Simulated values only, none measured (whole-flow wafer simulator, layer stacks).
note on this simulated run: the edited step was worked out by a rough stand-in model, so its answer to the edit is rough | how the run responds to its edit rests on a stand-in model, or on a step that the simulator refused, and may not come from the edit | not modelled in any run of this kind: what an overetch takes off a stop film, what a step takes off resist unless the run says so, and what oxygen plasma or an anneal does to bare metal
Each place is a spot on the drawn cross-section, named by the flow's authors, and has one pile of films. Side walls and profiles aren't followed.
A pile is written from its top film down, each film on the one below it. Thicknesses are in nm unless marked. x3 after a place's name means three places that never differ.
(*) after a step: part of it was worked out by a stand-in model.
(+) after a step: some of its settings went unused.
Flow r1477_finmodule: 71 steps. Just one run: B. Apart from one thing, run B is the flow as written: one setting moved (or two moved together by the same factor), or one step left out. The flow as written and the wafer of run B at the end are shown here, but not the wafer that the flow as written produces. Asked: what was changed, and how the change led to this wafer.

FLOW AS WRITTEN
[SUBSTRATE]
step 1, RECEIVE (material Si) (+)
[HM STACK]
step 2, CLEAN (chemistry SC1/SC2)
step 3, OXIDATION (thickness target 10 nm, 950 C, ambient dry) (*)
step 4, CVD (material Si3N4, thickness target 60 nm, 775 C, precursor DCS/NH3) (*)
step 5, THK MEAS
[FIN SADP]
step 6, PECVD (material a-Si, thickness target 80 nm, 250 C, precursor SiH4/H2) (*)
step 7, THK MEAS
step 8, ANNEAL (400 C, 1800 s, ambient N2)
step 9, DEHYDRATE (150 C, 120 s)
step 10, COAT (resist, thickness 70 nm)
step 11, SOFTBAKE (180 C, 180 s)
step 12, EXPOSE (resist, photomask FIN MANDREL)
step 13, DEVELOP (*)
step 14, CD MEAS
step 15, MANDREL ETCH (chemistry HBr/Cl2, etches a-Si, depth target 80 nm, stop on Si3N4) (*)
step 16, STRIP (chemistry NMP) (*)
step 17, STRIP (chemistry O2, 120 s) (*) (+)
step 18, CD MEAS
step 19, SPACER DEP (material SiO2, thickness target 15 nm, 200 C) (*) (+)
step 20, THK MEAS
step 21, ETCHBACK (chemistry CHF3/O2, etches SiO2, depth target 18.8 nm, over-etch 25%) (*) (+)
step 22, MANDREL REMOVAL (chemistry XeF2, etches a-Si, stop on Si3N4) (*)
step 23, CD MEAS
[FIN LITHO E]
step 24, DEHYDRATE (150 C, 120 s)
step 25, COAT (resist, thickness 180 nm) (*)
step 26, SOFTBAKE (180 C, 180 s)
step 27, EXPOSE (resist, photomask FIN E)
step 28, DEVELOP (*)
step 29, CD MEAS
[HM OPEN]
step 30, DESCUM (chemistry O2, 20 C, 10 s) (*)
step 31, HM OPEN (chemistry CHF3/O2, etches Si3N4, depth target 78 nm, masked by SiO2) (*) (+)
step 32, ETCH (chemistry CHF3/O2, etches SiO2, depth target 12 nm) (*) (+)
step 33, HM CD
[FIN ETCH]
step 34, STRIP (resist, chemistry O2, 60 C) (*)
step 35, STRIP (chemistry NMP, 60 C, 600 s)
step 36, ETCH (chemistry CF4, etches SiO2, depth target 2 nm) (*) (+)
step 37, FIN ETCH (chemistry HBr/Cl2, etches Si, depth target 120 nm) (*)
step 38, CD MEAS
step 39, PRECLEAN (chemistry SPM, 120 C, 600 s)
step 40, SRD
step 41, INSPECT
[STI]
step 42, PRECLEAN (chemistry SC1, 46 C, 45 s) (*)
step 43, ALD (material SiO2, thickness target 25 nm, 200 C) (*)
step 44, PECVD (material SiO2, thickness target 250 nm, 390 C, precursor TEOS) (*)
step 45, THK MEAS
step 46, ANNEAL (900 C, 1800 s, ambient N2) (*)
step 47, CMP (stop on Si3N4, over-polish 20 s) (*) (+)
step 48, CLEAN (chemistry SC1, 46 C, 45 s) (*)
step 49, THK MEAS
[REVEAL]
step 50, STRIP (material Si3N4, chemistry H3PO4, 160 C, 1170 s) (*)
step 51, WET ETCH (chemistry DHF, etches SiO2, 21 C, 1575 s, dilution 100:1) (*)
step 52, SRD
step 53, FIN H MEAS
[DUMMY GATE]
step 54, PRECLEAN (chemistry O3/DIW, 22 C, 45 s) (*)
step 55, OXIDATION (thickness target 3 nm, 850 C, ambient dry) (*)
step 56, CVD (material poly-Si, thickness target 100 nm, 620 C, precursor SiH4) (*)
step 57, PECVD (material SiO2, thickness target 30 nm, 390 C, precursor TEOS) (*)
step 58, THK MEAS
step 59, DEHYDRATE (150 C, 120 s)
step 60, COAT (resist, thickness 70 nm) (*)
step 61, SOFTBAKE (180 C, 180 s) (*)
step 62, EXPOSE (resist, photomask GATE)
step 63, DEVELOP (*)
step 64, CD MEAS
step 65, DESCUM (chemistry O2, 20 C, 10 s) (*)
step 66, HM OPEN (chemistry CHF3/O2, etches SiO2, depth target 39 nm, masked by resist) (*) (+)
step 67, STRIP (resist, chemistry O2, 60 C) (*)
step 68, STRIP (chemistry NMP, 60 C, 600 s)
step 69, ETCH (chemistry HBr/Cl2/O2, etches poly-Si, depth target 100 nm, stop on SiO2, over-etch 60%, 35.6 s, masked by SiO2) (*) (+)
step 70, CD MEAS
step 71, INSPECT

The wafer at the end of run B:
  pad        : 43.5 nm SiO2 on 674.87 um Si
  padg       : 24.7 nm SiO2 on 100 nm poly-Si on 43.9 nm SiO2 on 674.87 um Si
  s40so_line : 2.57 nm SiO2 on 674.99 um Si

What caused this: step 44, PECVD: thickness target 112.5 nm was run, while the flow as written has thickness target 250 nm.

The path from the change to this, step by step:
  step 44, PECVD (material SiO2, thickness target 250 nm, 390 C, precursor TEOS) (*)
      pad, padg, elg and 33 more: +112.5 SiO2 (in the flow as written it would be: +250 SiO2)
  step 46, ANNEAL (900 C, 1800 s, ambient N2) (*)
      pad, padg, elg and 33 more: -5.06 SiO2 (in the flow as written it would be: -11.2 SiO2)
  step 47, CMP (stop on Si3N4, over-polish 20 s) (*) (+)
      pad, padg, e40sg and 11 more: nothing (in the flow as written it would be: -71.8 SiO2)
      eso: nothing (in the flow as written it would be: -72.4 SiO2)
      (and at 21 other places as well)
  step 60, COAT (resist, thickness 70 nm) (*)
      e40lg, e100lg, e200lg, elo, e40lo, e100lo, e200lo: +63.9 resist (new film) (in the flow as written it would be: +66.9 resist (new film))
      e40sg, e40so: +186 resist (new film) (in the flow as written it would be: +129.5 resist (new film))
      (and at 23 other places as well)
  step 63, DEVELOP (*)
      elo, e40lo, e100lo, e200lo: -63.9 resist (all of it) (in the flow as written it would be: -66.9 resist (all of it))
      eso: -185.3 resist (all of it) (in the flow as written it would be: -129.5 resist (all of it))
      (and at 12 other places as well)
  step 67, STRIP (resist, chemistry O2, 60 C) (*)
      e40lg, e100lg: -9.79 resist (all of it) (in the flow as written it would be: -12.8 resist (all of it))
      e40sg: -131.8 resist (all of it) (in the flow as written it would be: -75.4 resist (all of it))
      (and at 12 other places as well)
